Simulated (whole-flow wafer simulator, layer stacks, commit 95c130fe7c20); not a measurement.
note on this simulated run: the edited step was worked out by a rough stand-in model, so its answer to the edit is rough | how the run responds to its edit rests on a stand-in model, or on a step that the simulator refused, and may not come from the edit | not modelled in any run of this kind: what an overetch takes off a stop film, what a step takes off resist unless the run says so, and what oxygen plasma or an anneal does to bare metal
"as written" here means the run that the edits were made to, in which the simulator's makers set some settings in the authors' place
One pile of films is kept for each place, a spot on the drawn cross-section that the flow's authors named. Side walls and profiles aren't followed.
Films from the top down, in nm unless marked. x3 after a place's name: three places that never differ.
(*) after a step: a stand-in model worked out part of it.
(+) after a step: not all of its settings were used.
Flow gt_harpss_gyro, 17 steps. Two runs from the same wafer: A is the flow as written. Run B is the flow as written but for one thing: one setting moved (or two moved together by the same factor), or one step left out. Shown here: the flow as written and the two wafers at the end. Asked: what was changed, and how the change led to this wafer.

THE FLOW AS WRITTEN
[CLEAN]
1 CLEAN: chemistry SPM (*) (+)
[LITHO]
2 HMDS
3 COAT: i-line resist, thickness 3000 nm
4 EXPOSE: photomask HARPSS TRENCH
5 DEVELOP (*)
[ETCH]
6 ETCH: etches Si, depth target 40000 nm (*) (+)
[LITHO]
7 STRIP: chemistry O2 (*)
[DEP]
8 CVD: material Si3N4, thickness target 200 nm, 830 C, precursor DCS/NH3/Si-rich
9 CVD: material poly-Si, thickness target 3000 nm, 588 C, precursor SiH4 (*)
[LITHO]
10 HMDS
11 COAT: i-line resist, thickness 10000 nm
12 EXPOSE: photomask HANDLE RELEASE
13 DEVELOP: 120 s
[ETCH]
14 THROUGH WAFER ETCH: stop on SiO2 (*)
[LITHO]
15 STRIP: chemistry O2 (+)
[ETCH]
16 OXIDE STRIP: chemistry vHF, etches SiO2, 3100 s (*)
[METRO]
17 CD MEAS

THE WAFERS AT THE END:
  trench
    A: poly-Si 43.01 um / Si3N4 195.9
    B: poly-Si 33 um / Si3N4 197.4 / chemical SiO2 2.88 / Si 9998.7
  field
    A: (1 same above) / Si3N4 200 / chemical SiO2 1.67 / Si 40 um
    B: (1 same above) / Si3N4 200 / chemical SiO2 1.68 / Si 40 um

The cause: step 6, ETCH: depth target 30000 nm was run, where the flow has depth target 40000 nm.

How the change led to this, step by step:
  6 ETCH: etches Si, depth target 40000 nm (*) (+)
      trench: A chemical SiO2 -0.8 (all of it), Si -40 um (all of it) | B chemical SiO2 -0.8 (all of it), Si -30 um
      field: A i-line resist -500 | B i-line resist -375
  7 STRIP: chemistry O2 (*)
      trench: A nothing | B chemical SiO2 +2.88 (new film), Si -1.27
      field: A i-line resist -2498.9 (all of it), chemical SiO2 +0.87, Si -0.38 | B i-line resist -2623.9 (all of it), chemical SiO2 +0.88, Si -0.39
  9 CVD: material poly-Si, thickness target 3000 nm, 588 C, precursor SiH4 (*)
      trench: A poly-Si +43.01 um (new film) | B poly-Si +33 um (new film)
